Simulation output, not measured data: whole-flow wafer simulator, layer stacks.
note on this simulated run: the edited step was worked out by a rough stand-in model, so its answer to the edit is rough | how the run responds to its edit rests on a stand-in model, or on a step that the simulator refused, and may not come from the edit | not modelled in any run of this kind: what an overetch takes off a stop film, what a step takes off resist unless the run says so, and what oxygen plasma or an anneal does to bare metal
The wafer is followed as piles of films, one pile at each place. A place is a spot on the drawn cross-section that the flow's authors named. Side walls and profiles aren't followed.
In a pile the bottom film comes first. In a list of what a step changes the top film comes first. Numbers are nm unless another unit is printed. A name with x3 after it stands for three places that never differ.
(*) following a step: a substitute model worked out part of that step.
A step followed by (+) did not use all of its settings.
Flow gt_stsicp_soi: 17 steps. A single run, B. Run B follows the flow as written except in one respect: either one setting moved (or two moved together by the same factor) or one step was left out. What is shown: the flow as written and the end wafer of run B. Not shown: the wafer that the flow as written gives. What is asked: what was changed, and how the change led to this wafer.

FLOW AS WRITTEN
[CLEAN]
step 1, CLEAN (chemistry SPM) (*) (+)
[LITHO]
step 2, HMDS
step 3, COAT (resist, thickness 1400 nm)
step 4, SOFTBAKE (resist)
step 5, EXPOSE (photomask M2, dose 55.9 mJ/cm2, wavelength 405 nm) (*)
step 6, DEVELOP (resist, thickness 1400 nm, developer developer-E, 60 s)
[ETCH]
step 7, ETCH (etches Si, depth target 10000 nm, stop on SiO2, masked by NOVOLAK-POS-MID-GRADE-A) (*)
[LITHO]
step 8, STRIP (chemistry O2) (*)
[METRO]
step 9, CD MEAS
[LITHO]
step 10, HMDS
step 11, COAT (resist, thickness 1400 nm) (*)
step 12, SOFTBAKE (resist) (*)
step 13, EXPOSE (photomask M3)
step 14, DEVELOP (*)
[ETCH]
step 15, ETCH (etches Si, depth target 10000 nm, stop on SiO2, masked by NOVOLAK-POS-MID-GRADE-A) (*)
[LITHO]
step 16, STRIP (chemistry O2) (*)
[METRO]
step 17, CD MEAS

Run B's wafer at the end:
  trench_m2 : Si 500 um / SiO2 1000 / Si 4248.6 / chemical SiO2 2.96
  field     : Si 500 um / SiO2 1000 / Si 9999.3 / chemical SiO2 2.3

What caused this: step 7, ETCH: depth target 5750 nm was run, while the flow as written has depth target 10000 nm.

The path from the change to this, step by step:
  step 7, ETCH (etches Si, depth target 10000 nm, stop on SiO2, masked by NOVOLAK-POS-MID-GRADE-A) (*)
      trench_m2: chemical SiO2 loses 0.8 (all of it), Si loses 5750 (in the flow as written it would be: chemical SiO2 loses 0.8 (all of it), Si loses 9999.9 (all of it))
      field, trench_m3: resist loses 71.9 (in the flow as written it would be: resist loses 125)
  step 8, STRIP (chemistry O2) (*)
      trench_m2: chemical SiO2 gains 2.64 (new film), Si loses 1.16 (in the flow as written it would be: nothing)
      field, trench_m3: resist loses 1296 (all of it), chemical SiO2 gains 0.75, Si loses 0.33 (in the flow as written it would be: resist loses 1242.8 (all of it), chemical SiO2 gains 0.74, Si loses 0.33)
  step 11, COAT (resist, thickness 1400 nm) (*)
      field: resist gains 1361.1 (new film) (in the flow as written it would be: resist gains 1332.8 (new film))
      trench_m2: resist gains 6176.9 (new film) (in the flow as written it would be: resist gains 9583.4 (new film))
      (also at 1 further place)
  step 12, SOFTBAKE (resist) (*)
      trench_m2: resist gains 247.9 (in the flow as written it would be: nothing)
      trench_m3: resist gains 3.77 (in the flow as written it would be: nothing)
  step 14, DEVELOP (*)
      trench_m3: resist loses 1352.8 (all of it) (in the flow as written it would be: resist loses 1311.7 (all of it))
  step 16, STRIP (chemistry O2) (*)
      trench_m2: resist loses 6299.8 (all of it), chemical SiO2 gains 0.32, Si loses 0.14 (in the flow as written it would be: resist loses 9458.4 (all of it))
      field: resist loses 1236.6 (all of it), chemical SiO2 gains 0.75, Si loses 0.33 (in the flow as written it would be: resist loses 1207.8 (all of it), chemical SiO2 gains 0.94, Si loses 0.41)
